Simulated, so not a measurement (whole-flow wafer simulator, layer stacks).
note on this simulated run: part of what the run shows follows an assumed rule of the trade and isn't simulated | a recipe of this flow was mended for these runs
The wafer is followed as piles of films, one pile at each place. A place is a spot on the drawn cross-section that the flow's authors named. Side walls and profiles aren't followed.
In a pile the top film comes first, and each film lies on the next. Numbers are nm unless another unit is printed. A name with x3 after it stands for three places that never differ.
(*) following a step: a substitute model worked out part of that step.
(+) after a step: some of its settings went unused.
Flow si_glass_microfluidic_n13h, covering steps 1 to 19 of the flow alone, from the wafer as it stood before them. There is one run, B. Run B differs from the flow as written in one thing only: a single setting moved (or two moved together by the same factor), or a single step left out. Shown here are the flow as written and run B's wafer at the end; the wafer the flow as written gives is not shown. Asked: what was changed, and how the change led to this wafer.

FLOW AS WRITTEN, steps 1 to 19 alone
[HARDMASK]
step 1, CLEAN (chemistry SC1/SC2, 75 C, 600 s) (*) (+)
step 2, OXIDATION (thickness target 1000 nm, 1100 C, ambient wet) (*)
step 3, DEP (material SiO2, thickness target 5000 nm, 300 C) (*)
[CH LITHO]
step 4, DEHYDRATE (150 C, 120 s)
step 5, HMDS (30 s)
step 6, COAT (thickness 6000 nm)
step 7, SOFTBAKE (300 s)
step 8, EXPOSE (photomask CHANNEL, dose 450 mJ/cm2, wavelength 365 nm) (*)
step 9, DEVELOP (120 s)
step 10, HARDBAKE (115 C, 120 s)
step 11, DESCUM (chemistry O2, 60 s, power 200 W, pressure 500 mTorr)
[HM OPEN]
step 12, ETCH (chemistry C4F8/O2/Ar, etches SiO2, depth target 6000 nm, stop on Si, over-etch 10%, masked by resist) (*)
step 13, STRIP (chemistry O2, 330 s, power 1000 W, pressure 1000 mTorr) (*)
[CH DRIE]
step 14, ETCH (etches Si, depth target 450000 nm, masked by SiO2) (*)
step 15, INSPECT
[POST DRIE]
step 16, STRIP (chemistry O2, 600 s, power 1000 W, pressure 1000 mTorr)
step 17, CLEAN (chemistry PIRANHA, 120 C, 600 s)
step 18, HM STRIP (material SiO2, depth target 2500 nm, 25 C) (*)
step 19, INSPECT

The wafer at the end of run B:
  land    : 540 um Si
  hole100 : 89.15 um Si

The reason: step 2, OXIDATION: thickness target 1000 nm, 1100 C, ambient wet (*), was not run.

How this came from the change, step by step:
  step 3, DEP (material SiO2, thickness target 5000 nm, 300 C) (*)
      land, hole100: SiO2 gains 5000 (new film) (it would be, as written: SiO2 gains 5000)
  step 12, ETCH (chemistry C4F8/O2/Ar, etches SiO2, depth target 6000 nm, stop on Si, over-etch 10%, masked by resist) (*)
      hole100: SiO2 loses 5000 (all of it), chemical SiO2 loses 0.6 (all of it), Si loses 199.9 (it would be, as written: SiO2 loses 6000 (all of it), Si loses 75)
      land: thick-i-line-resist loses 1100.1 (it would be, as written: thick-i-line-resist loses 1320)
  step 13, STRIP (chemistry O2, 330 s, power 1000 W, pressure 1000 mTorr) (*)
      land: thick-i-line-resist loses 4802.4 (all of it) (it would be, as written: thick-i-line-resist loses 4582.5 (all of it))
  step 18, HM STRIP (material SiO2, depth target 2500 nm, 25 C) (*)
      land: SiO2 loses 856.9 (all of it), chemical SiO2 loses 0.6 (all of it) (it would be, as written: SiO2 loses 1854.4 (all of it))
